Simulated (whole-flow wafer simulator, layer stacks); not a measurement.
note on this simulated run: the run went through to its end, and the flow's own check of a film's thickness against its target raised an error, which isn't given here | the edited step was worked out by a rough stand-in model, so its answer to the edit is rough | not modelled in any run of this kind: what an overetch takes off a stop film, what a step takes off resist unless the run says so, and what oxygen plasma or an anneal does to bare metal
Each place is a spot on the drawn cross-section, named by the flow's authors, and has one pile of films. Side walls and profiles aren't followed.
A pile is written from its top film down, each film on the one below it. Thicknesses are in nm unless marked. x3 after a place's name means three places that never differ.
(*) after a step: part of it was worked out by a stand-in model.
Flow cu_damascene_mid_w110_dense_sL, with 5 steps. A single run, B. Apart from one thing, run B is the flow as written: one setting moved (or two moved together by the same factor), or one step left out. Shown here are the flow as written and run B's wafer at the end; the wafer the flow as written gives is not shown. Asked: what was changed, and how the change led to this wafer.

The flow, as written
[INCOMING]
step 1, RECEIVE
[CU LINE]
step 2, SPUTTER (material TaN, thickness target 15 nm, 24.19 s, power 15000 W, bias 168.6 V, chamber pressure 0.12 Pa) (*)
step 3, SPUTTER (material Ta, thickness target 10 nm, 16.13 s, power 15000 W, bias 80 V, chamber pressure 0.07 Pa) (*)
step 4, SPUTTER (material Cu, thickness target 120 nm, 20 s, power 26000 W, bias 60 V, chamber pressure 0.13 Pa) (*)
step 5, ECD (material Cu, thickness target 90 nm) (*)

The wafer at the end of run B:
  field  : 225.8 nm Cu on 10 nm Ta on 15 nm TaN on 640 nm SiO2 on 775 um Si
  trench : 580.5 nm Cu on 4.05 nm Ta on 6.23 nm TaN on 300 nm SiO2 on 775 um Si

Cause: step 5, ECD: thickness target 105.8 nm was run, though the flow has thickness target 90 nm.

How this came from the change, step by step:
  step 5, ECD (material Cu, thickness target 90 nm) (*)
      field: +105.8 Cu (in the flow as written it would be: +90 Cu)
      trench: +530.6 Cu (in the flow as written it would be: +514.8 Cu)
